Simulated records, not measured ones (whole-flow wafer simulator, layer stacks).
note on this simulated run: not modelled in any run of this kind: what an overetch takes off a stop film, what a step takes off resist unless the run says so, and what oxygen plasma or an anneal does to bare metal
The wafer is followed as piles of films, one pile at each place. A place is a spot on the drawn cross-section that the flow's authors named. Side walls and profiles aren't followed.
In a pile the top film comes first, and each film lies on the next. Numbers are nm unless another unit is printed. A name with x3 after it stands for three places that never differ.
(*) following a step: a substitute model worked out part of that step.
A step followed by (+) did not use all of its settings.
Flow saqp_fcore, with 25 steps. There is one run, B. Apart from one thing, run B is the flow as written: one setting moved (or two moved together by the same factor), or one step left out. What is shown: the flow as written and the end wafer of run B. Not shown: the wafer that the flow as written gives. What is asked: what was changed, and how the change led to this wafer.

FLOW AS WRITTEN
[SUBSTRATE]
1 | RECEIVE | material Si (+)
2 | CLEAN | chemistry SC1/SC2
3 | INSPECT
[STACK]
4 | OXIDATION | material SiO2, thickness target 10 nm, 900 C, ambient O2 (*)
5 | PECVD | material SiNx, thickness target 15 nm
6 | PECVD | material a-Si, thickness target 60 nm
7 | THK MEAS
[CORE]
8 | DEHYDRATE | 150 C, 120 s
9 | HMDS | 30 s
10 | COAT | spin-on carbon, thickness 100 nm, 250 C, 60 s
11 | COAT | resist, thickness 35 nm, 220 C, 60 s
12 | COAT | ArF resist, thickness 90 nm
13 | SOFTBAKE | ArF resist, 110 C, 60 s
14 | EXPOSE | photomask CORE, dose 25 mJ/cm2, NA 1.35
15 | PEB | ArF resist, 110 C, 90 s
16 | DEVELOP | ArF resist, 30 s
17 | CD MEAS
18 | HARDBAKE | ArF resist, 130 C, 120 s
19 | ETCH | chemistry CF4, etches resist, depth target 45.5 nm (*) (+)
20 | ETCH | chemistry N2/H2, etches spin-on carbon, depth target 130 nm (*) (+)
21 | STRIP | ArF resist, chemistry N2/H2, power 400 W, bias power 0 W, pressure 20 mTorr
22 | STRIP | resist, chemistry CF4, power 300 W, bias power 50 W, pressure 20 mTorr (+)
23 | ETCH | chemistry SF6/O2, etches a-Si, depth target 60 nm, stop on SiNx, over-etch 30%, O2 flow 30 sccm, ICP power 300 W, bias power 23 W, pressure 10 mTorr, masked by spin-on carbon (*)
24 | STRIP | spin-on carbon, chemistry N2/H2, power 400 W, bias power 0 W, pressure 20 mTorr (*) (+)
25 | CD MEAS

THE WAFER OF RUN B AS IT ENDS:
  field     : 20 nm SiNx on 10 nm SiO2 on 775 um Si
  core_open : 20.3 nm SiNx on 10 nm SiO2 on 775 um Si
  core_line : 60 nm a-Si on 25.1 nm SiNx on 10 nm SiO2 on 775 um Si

Cause: step 5, PECVD: thickness target 25.1 nm was run, while the flow as written has thickness target 15 nm.
The wafer itself shows it: core_line has SiNx 25.1, and step 5 as written asks for 15 nm.

The path from the change to this, step by step:
  5 | PECVD | material SiNx, thickness target 15 nm
      field, core_open, core_line: +25.1 SiNx (new film) (it would be, as written: +15 SiNx (new film))
